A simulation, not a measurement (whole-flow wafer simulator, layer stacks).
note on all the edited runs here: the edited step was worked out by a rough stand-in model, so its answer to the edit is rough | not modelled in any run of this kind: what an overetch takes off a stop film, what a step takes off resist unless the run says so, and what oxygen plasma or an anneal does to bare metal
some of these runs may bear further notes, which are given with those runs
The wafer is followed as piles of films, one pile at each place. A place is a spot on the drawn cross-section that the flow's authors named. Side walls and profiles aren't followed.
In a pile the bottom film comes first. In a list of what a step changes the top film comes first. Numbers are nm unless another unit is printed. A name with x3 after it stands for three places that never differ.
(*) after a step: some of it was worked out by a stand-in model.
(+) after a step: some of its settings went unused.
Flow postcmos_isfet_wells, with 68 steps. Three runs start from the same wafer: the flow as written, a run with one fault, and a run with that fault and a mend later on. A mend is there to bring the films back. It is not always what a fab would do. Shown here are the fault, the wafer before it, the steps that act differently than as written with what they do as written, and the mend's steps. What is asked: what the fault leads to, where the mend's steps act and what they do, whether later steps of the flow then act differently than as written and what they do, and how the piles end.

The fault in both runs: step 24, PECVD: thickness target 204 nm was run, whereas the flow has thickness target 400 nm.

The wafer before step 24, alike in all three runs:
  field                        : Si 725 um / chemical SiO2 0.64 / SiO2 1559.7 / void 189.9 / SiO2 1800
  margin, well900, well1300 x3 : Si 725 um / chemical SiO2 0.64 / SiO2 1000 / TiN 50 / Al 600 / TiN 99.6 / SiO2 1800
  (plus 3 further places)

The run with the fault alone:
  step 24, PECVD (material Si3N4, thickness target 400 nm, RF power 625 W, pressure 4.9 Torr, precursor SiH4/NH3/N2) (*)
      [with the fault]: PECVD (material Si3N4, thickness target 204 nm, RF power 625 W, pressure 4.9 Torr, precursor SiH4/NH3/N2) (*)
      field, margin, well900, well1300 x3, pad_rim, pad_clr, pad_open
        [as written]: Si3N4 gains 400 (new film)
        [with the fault]: Si3N4 gains 204 (new film)
  Steps further on in the flow that do not act as written (2 other steps are not shown; they differ only slightly, by no more than 2% or 0.5 nm, whichever is larger):
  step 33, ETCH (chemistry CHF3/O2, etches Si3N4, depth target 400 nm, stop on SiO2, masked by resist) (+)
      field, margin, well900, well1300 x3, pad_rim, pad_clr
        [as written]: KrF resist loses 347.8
        [with the fault]: KrF resist loses 266.1
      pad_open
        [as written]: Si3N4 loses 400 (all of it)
        [with the fault]: Si3N4 loses 204 (all of it)
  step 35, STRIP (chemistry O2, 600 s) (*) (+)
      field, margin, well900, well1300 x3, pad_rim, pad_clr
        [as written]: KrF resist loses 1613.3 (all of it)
        [with the fault]: KrF resist loses 1695.1 (all of it)
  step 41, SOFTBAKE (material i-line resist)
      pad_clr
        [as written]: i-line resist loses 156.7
        [with the fault]: i-line resist loses 137.2
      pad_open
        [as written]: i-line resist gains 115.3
        [with the fault]: i-line resist gains 106.6
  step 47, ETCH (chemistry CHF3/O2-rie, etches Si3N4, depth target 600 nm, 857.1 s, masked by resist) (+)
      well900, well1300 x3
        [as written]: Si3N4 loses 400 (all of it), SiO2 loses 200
        [with the fault]: Si3N4 loses 204 (all of it), SiO2 loses 396
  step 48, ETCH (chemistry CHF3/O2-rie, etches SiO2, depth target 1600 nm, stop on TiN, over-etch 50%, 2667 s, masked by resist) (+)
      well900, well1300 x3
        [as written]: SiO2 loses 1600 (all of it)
        [with the fault]: SiO2 loses 1404 (all of it)
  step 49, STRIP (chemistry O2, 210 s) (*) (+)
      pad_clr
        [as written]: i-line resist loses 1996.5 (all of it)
        [with the fault]: i-line resist loses 2077.2 (all of it)
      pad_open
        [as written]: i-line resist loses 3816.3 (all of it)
        [with the fault]: i-line resist loses 3737.3 (all of it)
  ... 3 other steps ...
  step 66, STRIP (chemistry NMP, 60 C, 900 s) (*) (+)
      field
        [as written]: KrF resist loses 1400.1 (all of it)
        [with the fault]: KrF resist loses 1493.1 (all of it)
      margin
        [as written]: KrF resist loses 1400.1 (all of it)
        [with the fault]: KrF resist loses 1493 (all of it)
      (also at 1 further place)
  By the end, the piles at field, margin, pad_rim, pad_clr depart from the flow's by more than 2% or 0.5 nm, whichever is larger.
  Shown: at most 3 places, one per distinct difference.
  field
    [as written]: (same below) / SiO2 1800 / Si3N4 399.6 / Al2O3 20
    [with the fault]: (same below) / SiO2 1800 / Si3N4 203.6 / Al2O3 20
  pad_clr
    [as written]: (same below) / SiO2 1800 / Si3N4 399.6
    [with the fault]: (same below) / SiO2 1800 / Si3N4 203.6

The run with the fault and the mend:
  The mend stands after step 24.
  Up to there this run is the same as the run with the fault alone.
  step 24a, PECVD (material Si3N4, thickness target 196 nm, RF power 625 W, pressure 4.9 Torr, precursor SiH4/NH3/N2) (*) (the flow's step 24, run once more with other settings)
      field, margin, well900, well1300 x3, pad_rim, pad_clr, pad_open
        Si3N4 gains 196
  Later steps of the flow that are run all act as written at every place that is followed.
  At every place that both follow, the piles at the end match the flow's.
